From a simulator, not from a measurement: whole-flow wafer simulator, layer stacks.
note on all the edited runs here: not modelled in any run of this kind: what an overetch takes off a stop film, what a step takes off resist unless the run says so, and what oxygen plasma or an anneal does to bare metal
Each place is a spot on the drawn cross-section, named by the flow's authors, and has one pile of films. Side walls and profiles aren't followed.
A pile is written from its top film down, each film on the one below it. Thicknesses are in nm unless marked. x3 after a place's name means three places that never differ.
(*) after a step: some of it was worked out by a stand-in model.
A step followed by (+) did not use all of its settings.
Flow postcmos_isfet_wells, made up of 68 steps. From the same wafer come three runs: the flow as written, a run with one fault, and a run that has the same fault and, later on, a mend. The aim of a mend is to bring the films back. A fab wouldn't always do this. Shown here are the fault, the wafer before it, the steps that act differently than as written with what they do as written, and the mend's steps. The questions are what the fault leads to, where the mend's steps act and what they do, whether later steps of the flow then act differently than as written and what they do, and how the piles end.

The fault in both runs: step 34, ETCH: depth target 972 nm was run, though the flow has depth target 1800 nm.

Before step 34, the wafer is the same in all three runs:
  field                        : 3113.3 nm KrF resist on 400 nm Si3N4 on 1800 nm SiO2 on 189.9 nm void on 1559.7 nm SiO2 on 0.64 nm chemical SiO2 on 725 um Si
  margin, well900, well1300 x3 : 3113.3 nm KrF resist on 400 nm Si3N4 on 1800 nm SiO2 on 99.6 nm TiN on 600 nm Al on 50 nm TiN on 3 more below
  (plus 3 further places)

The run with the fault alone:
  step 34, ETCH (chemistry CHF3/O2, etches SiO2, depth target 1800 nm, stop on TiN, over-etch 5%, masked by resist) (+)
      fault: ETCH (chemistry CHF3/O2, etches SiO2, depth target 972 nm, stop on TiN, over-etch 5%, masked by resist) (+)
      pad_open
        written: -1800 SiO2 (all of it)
        fault: -972 SiO2
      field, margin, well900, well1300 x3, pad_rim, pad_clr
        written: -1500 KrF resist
        fault: -810 KrF resist
  Steps further on in the flow that do not act as written (not shown: 1 more step that differs only slightly, by at most 2% or 0.5 nm, whichever is larger):
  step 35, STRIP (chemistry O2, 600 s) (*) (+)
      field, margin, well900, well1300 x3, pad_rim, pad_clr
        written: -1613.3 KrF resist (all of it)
        fault: -2303.3 KrF resist (all of it)
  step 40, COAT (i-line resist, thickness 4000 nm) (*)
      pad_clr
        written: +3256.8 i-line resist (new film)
        fault: +3521.6 i-line resist (new film)
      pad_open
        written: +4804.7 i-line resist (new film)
        fault: +4505.8 i-line resist (new film)
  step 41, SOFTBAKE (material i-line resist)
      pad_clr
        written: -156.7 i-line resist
        fault: -80.4 i-line resist
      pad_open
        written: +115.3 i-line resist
        fault: +75.9 i-line resist
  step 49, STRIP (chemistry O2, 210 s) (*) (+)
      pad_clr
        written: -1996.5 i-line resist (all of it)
        fault: -2337.5 i-line resist (all of it)
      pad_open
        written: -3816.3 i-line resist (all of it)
        fault: -3478.1 i-line resist (all of it)
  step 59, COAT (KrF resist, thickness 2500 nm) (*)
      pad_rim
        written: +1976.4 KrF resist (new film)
        fault: +2168.6 KrF resist (new film)
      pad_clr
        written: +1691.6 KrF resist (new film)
        fault: +1978 KrF resist (new film)
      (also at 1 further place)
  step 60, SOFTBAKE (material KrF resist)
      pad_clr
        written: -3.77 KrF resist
        fault: -2.62 KrF resist
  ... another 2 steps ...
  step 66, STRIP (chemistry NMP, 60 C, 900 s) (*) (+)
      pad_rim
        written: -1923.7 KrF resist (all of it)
        fault: -2114.2 KrF resist (all of it)
  The piles end different from the flow's at pad_open by more than 2% or 0.5 nm, whichever is larger.
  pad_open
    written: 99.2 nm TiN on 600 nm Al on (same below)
    fault: 828 nm SiO2 on 99.6 nm TiN on 600 nm Al on (same below)

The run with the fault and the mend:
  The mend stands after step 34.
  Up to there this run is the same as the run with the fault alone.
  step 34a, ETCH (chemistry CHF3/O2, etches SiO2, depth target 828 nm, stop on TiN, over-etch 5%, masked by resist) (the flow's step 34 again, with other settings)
      field, margin, well900, well1300 x3, pad_rim, pad_clr
        -690 KrF resist
      pad_open
        -828 SiO2 (all of it)
  Every later step of the flow that is run acts as written at every place that is followed.
  The piles end the same as the flow's at every place that both follow.
